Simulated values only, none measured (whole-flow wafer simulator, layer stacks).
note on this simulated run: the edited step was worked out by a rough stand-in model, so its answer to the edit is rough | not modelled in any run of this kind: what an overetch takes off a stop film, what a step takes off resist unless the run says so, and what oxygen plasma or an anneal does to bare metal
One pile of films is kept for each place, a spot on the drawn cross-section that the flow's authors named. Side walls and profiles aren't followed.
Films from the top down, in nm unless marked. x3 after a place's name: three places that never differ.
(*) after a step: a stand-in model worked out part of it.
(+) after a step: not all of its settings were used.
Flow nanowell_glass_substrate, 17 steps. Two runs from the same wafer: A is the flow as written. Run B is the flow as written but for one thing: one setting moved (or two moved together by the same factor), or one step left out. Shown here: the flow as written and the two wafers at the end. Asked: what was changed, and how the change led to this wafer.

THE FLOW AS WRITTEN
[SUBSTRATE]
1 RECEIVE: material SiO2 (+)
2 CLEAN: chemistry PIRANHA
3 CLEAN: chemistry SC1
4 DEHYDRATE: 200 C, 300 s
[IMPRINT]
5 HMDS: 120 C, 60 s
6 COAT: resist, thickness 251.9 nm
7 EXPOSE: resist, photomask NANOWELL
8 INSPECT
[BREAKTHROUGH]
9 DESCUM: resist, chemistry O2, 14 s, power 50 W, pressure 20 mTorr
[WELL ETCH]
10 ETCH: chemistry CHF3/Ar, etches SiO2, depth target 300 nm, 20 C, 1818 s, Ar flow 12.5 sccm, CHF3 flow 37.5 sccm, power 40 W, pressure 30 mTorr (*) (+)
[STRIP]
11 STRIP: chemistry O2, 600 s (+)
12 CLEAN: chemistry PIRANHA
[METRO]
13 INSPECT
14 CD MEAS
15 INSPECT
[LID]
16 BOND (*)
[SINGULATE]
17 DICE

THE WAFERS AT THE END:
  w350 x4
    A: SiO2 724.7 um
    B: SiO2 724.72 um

The cause: step 10, ETCH: depth target 285 nm was run, where the flow has depth target 300 nm; step 10, ETCH: 1727 s was run, where the flow has 1818 s.

How the change led to this, step by step:
  10 ETCH: chemistry CHF3/Ar, etches SiO2, depth target 300 nm, 20 C, 1818 s, Ar flow 12.5 sccm, CHF3 flow 37.5 sccm, power 40 W, pressure 30 mTorr (*) (+)
      w350 x4: A SiO2 -300 | B SiO2 -285
      land: A resist -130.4 | B resist -123.9
  11 STRIP: chemistry O2, 600 s (+)
      land: A resist -125.9 (all of it) | B resist -132.4 (all of it)
